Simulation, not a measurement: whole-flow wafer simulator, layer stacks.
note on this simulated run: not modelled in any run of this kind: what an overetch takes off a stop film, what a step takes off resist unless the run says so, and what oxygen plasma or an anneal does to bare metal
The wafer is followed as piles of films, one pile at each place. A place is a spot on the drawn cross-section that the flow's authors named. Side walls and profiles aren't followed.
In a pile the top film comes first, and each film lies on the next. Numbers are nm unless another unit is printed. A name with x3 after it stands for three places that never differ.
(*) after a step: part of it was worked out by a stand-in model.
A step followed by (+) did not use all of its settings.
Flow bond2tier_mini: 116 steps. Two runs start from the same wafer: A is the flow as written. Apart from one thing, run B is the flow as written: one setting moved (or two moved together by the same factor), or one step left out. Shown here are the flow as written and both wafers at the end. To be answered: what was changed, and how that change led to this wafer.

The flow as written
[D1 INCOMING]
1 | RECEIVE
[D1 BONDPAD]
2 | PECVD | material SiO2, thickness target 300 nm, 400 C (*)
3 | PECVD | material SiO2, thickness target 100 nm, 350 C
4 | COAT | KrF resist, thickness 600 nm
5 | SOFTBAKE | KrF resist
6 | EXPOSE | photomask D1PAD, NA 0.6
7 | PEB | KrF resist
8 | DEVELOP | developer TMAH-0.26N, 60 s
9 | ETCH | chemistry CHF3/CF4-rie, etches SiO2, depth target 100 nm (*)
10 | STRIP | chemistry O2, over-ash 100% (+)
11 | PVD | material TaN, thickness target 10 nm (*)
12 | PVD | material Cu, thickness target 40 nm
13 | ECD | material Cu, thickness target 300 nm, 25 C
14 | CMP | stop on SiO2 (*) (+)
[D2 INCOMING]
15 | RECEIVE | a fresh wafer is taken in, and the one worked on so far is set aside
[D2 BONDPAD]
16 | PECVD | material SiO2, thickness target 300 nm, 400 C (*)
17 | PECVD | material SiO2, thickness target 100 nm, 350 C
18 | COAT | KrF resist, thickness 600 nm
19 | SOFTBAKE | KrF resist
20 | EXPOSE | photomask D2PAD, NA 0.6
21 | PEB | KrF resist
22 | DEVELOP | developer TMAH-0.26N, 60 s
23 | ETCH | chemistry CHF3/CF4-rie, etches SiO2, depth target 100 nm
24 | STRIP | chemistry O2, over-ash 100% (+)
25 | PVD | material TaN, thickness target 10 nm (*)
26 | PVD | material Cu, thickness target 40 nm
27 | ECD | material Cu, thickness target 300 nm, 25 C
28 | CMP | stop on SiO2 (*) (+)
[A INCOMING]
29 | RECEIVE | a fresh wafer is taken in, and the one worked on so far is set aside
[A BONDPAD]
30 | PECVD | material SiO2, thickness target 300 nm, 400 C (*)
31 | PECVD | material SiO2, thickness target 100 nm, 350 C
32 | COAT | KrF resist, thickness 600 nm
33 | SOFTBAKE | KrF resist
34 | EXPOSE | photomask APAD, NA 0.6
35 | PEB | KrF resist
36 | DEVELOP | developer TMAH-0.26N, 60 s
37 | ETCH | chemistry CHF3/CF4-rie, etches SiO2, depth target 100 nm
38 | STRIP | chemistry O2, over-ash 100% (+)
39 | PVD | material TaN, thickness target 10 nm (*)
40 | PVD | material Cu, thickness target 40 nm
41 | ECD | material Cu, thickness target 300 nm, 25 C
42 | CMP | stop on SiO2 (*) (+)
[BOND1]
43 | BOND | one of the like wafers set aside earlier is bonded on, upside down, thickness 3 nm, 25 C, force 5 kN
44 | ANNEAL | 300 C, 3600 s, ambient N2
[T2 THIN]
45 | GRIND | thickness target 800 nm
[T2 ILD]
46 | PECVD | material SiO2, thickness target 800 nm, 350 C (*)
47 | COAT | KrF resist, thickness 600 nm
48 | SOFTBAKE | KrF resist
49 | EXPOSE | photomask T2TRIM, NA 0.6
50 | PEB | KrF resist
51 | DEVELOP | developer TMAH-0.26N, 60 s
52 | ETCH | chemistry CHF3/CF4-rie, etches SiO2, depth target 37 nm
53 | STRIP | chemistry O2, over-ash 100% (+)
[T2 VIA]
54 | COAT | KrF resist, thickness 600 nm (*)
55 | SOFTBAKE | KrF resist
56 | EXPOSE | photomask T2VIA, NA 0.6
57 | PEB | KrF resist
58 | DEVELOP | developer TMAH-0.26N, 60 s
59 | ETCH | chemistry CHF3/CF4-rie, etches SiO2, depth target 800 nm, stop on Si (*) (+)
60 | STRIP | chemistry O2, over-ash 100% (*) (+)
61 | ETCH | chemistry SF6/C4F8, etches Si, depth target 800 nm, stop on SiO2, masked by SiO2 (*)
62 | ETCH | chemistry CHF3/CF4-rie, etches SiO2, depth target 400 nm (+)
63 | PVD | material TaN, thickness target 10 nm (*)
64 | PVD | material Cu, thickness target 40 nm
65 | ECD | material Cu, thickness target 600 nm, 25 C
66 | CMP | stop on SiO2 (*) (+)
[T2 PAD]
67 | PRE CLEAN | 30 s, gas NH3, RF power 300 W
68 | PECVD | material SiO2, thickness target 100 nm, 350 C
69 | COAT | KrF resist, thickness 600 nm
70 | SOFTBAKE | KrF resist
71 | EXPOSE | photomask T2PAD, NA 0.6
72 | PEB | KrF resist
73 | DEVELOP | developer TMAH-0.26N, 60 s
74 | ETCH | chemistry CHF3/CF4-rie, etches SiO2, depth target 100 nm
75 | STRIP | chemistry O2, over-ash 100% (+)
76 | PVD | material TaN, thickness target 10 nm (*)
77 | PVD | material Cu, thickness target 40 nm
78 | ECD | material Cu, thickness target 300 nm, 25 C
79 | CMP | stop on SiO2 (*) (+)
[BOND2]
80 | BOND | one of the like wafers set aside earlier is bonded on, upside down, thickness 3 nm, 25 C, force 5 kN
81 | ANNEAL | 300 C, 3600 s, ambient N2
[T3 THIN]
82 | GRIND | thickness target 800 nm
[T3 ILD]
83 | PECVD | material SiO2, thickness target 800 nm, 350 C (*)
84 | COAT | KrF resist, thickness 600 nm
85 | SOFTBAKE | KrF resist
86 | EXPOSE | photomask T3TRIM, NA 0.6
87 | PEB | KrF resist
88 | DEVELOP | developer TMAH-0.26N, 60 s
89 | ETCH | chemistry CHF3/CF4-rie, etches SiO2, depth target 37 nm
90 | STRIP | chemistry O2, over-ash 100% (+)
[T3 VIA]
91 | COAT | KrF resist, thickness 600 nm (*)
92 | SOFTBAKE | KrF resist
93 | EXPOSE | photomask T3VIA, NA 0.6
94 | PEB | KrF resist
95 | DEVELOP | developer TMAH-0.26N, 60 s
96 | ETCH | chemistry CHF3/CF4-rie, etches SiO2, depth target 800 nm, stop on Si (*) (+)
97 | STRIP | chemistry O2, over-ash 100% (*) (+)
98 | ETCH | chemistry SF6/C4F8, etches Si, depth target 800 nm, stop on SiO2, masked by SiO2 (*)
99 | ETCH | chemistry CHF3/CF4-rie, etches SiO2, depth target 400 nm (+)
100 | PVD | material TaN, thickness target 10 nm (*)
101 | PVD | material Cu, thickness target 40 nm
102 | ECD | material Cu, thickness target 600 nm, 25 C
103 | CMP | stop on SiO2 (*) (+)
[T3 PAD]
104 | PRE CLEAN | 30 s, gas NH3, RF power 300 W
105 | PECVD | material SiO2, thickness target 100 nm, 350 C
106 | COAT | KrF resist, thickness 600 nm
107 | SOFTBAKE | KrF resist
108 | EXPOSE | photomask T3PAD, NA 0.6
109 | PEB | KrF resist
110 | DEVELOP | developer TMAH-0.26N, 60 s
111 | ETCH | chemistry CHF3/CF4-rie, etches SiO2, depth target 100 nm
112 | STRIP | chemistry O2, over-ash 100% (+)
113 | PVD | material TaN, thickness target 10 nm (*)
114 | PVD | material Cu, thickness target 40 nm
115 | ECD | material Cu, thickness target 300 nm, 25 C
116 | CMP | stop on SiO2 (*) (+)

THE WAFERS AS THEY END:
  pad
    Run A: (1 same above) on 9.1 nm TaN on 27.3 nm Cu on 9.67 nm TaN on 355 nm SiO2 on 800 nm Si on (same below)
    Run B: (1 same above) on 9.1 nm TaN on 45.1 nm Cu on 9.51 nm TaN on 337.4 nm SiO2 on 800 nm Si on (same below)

The reason: step 89, ETCH: depth target 54.6 nm was run, while the flow as written has depth target 37 nm.

Step by step, how the change led to this:
  89 | ETCH | chemistry CHF3/CF4-rie, etches SiO2, depth target 37 nm
      field: A -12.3 KrF resist | B -18.2 KrF resist
      pad: A -37 SiO2 | B -54.6 SiO2
  97 | STRIP | chemistry O2, over-ash 100% (*) (+)
      field: A -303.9 KrF resist (all of it) | B -296.4 KrF resist (all of it)
      pad: A -336 KrF resist (all of it) | B -343.7 KrF resist (all of it)
  102 | ECD | material Cu, thickness target 600 nm, 25 C
      pad: A +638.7 Cu | B +657.1 Cu
